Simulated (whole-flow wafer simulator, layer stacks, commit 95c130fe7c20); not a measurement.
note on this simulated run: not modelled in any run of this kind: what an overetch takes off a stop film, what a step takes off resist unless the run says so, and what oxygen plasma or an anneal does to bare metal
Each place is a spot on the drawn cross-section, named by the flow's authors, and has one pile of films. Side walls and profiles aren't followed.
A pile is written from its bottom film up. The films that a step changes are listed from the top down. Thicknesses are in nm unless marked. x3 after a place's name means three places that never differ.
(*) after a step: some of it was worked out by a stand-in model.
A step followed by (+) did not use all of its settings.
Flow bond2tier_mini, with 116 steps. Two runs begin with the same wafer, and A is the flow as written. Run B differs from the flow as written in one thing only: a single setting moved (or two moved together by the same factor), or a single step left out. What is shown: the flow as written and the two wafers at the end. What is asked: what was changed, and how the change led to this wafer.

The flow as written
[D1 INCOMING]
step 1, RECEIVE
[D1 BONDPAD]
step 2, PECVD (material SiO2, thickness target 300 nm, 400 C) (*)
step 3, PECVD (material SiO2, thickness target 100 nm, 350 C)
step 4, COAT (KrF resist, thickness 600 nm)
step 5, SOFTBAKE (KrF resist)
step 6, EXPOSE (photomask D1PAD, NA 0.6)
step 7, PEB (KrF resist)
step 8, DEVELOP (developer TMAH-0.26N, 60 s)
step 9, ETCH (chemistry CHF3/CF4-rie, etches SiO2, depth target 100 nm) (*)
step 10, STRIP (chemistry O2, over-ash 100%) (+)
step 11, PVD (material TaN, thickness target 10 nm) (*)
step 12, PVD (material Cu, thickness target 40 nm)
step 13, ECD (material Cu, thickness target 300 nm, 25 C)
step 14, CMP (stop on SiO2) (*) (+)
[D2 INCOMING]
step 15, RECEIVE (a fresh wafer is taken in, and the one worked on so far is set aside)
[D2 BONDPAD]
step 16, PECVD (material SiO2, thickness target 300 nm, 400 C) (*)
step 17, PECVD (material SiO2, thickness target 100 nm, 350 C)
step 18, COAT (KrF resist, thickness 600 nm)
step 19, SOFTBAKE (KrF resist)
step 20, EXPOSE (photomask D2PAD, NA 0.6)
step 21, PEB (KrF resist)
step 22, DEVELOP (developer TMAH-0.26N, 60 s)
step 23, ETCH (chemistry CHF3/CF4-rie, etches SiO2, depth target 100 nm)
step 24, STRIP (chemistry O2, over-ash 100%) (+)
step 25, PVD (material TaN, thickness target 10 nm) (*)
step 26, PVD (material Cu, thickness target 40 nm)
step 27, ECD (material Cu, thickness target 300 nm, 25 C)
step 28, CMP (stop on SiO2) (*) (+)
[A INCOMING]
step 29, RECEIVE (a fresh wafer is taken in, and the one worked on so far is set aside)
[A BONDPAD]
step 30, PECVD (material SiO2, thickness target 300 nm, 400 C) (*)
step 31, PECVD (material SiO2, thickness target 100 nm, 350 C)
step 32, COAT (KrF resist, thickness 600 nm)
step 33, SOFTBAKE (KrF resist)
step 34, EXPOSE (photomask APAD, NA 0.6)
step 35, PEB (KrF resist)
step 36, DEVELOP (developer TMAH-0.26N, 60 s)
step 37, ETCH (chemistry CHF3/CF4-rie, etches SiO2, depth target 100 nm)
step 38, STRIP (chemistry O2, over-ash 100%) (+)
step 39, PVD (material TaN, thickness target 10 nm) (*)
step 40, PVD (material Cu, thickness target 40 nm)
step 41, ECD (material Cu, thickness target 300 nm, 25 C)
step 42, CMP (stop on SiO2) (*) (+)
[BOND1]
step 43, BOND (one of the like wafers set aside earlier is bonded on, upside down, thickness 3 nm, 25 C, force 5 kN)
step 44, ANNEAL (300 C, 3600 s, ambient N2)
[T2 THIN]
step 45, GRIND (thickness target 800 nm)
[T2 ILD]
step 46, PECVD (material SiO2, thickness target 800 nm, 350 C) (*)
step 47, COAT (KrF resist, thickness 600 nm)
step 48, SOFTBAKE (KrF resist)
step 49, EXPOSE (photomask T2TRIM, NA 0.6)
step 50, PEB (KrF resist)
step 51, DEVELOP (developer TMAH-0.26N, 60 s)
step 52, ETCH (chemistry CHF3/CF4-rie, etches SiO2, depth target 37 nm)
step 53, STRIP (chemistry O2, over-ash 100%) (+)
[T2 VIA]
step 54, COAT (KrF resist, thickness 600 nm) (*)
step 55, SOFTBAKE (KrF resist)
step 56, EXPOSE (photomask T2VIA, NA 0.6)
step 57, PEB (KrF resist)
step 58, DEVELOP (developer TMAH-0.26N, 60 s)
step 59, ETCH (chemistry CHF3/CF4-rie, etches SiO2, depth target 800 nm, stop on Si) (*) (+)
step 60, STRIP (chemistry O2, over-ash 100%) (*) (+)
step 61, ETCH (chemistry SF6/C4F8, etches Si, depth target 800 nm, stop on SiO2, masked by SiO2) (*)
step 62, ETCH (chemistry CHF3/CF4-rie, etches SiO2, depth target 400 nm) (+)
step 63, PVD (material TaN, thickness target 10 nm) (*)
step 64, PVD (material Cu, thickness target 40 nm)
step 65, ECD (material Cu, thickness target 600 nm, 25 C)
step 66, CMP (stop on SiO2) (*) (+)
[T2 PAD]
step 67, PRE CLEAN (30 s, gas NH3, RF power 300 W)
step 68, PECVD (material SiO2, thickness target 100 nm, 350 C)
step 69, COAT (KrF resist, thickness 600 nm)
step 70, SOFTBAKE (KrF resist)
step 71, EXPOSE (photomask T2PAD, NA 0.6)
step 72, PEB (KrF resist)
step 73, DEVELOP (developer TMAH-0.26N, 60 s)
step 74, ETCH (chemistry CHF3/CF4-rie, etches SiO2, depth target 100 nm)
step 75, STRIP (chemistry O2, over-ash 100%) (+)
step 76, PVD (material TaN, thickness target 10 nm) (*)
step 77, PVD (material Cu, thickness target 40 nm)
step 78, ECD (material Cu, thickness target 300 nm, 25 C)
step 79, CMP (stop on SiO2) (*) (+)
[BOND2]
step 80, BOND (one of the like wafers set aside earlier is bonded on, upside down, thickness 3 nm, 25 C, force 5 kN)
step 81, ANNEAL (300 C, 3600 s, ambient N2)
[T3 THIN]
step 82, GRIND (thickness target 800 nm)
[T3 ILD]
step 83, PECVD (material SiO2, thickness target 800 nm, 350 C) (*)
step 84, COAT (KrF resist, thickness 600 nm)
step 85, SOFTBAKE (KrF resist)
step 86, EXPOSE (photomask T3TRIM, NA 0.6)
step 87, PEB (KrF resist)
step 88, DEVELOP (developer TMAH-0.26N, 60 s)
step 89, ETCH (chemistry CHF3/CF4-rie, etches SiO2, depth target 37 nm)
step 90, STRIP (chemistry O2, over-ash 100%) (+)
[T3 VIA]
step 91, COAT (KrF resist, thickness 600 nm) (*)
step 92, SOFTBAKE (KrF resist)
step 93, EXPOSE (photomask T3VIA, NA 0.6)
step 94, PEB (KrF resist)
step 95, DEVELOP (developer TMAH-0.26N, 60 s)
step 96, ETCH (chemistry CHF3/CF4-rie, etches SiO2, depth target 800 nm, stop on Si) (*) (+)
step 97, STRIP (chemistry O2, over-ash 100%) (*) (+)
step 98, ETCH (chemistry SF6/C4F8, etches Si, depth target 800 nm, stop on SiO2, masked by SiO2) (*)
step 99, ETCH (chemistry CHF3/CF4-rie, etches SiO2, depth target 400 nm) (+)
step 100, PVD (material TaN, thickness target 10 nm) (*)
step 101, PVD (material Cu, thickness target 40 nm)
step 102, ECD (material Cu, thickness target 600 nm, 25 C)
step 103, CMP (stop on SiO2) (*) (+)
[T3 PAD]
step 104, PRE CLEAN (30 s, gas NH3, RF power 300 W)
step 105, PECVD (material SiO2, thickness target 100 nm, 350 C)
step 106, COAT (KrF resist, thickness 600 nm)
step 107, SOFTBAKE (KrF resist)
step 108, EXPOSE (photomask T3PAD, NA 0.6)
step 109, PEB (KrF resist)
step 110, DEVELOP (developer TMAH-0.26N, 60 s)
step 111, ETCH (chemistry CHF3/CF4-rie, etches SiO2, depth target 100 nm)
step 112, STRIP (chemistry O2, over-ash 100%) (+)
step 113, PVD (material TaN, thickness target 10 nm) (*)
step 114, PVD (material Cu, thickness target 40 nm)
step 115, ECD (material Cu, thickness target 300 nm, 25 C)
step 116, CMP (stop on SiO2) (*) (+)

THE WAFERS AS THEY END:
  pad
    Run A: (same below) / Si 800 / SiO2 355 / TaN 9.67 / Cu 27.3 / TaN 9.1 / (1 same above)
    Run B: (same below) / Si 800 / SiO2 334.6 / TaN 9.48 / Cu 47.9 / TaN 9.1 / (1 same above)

The reason: step 89, ETCH: depth target 57.4 nm was run, though the flow has depth target 37 nm.

Step by step, how the change led to this:
  step 89, ETCH (chemistry CHF3/CF4-rie, etches SiO2, depth target 37 nm)
      field: A -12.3 KrF resist | B -19.1 KrF resist
      pad: A -37 SiO2 | B -57.4 SiO2
  step 97, STRIP (chemistry O2, over-ash 100%) (*) (+)
      field: A -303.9 KrF resist (all of it) | B -295.2 KrF resist (all of it)
      pad: A -336 KrF resist (all of it) | B -345 KrF resist (all of it)
  step 101, PVD (material Cu, thickness target 40 nm)
      pad: A +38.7 Cu (new film) | B +37.9 Cu (new film)
  step 102, ECD (material Cu, thickness target 600 nm, 25 C)
      pad: A +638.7 Cu | B +660 Cu
